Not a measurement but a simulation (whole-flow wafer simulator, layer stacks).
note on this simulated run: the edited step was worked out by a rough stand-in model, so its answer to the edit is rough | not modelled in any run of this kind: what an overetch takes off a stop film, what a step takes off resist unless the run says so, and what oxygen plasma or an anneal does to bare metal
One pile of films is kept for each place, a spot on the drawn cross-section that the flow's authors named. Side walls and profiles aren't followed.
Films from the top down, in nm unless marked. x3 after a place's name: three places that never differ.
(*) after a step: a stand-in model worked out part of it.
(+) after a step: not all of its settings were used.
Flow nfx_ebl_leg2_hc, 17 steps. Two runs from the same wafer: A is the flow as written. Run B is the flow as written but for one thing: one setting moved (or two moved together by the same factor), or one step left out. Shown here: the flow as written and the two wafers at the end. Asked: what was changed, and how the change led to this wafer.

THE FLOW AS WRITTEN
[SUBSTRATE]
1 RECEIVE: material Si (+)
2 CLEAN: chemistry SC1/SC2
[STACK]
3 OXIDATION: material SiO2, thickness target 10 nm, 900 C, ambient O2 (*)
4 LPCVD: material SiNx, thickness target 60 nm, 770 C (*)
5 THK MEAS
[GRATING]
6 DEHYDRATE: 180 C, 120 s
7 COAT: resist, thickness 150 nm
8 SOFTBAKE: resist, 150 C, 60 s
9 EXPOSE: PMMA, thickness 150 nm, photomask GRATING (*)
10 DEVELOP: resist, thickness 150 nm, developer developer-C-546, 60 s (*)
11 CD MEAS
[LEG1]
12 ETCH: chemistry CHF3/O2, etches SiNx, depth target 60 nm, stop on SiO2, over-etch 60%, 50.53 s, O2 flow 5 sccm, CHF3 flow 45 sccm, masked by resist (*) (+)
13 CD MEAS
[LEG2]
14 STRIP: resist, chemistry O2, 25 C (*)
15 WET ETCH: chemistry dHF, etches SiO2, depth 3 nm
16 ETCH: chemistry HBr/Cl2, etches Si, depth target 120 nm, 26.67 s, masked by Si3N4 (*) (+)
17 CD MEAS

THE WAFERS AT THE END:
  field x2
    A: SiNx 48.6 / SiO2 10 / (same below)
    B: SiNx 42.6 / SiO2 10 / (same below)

The cause: step 4, LPCVD: thickness target 54 nm was run, where the flow has thickness target 60 nm.

How the change led to this, step by step:
  4 LPCVD: material SiNx, thickness target 60 nm, 770 C (*)
      field x2, pad x2: A SiNx +60 (new film) | B SiNx +54 (new film)
  12 ETCH: chemistry CHF3/O2, etches SiNx, depth target 60 nm, stop on SiO2, over-etch 60%, 50.53 s, O2 flow 5 sccm, CHF3 flow 45 sccm, masked by resist (*) (+)
      pad x2: A SiNx -60 (all of it), SiO2 -10 (all of it) | B SiNx -54 (all of it), SiO2 -10 (all of it)
